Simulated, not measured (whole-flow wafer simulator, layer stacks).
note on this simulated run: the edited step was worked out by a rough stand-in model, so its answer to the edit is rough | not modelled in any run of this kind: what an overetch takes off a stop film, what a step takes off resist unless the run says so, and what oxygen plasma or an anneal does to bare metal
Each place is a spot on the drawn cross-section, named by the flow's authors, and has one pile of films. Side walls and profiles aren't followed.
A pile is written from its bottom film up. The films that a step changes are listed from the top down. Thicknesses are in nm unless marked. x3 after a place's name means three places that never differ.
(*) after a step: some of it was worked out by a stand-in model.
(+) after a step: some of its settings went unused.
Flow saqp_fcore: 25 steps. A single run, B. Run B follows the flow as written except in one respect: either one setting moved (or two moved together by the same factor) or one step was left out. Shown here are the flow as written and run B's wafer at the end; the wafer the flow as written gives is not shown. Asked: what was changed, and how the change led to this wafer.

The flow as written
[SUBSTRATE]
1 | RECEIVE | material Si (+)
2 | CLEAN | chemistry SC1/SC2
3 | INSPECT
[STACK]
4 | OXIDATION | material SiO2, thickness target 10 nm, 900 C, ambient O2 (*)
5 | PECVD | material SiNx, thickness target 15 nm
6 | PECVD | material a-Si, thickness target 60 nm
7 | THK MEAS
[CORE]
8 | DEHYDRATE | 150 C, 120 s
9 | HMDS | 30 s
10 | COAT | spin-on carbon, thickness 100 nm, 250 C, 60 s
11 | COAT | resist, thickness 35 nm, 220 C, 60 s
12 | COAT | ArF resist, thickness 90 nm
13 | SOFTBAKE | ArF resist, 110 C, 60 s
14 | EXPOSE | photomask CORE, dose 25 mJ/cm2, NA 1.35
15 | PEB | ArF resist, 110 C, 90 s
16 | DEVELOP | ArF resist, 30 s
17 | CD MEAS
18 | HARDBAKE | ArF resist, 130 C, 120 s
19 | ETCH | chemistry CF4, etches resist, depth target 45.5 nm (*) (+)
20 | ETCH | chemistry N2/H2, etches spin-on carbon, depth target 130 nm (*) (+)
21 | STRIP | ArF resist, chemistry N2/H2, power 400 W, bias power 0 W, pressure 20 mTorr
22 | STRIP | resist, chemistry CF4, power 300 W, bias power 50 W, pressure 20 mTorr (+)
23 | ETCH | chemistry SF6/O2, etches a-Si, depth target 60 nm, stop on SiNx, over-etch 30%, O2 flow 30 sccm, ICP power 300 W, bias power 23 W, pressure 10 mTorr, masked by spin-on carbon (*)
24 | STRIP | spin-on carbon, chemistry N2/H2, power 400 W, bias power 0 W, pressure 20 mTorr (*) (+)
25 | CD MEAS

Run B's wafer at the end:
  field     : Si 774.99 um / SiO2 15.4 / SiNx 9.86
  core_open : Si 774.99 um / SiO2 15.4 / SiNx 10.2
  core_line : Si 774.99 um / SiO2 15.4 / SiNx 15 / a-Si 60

What caused this: step 4, OXIDATION: 945 C was run, while the flow as written has 900 C.

How this came from the change, step by step:
  4 | OXIDATION | material SiO2, thickness target 10 nm, 900 C, ambient O2 (*)
      field, core_open, core_line: +15.4 SiO2 (new film), -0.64 chemical SiO2 (all of it), -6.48 Si (it would be, as written: +10 SiO2 (new film), -0.64 chemical SiO2 (all of it), -4.12 Si)
